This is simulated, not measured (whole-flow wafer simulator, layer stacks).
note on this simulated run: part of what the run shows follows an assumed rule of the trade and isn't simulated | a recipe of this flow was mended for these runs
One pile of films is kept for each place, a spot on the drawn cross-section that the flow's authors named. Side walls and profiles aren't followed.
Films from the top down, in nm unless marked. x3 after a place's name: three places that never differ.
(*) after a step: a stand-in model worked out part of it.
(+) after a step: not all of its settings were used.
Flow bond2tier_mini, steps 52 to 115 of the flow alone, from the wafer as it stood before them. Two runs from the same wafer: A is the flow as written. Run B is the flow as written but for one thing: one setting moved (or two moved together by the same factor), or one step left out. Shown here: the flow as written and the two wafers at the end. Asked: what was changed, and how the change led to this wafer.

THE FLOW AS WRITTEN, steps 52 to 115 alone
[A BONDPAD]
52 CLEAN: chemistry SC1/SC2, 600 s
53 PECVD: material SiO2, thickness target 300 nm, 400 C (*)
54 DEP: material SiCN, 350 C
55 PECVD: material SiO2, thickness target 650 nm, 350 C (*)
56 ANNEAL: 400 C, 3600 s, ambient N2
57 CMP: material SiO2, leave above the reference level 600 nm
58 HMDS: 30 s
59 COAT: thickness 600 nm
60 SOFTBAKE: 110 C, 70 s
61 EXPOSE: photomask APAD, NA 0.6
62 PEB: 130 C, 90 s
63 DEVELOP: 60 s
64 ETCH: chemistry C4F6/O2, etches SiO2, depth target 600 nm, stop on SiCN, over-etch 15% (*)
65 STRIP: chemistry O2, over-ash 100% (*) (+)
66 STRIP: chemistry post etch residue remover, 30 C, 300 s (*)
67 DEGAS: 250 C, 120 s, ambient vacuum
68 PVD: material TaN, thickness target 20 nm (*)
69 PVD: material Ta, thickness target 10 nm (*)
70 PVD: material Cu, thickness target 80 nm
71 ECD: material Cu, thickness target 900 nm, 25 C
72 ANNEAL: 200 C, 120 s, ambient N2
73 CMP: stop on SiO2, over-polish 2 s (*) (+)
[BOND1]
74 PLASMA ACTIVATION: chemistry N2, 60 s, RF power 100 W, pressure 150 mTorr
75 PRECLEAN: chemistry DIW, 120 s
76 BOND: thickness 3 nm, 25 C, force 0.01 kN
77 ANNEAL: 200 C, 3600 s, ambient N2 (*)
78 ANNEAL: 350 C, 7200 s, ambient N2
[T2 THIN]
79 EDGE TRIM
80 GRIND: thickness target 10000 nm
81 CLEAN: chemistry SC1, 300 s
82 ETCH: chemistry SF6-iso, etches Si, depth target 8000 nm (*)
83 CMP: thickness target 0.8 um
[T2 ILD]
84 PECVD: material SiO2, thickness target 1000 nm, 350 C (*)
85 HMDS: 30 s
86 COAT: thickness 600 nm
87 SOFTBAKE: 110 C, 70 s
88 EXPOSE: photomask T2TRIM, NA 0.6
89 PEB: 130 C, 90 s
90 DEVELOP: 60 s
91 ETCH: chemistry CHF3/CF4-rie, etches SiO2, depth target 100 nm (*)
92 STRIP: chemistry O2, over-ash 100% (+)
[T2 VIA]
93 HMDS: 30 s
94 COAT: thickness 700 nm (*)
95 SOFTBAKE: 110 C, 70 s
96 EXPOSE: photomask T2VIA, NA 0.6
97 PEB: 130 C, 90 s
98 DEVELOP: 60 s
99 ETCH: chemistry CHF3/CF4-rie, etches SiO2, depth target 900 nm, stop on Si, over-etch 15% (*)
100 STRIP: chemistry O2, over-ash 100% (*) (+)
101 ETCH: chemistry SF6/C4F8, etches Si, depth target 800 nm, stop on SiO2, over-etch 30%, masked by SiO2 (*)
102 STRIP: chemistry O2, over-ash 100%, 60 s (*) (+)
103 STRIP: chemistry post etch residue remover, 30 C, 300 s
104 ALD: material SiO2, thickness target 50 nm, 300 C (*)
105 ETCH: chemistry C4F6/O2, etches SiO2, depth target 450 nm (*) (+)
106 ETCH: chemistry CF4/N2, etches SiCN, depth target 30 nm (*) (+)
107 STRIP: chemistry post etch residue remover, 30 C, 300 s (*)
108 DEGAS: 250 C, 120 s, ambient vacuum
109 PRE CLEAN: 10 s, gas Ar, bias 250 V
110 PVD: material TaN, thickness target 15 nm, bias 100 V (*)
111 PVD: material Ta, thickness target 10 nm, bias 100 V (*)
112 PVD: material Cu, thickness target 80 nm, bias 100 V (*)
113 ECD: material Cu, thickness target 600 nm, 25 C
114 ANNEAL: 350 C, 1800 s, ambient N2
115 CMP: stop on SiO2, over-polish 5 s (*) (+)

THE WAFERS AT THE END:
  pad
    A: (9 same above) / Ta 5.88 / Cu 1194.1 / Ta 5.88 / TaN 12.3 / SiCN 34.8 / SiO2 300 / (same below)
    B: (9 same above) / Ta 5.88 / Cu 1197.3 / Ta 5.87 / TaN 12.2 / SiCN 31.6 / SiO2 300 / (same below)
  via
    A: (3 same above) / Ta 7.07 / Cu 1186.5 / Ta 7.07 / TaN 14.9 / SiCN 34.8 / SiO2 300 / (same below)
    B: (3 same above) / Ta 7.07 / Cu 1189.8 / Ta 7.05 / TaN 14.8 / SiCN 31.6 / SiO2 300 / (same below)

The cause: step 64, ETCH: over-etch 18.2% was run, where the flow has over-etch 15%.

How the change led to this, step by step:
  64 ETCH: chemistry C4F6/O2, etches SiO2, depth target 600 nm, stop on SiCN, over-etch 15% (*)
      pad, via: A SiO2 -600 (all of it), SiCN -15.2 | B SiO2 -600 (all of it), SiCN -18.4
      field: A thick-KrF-resist -115 | B thick-KrF-resist -118.2
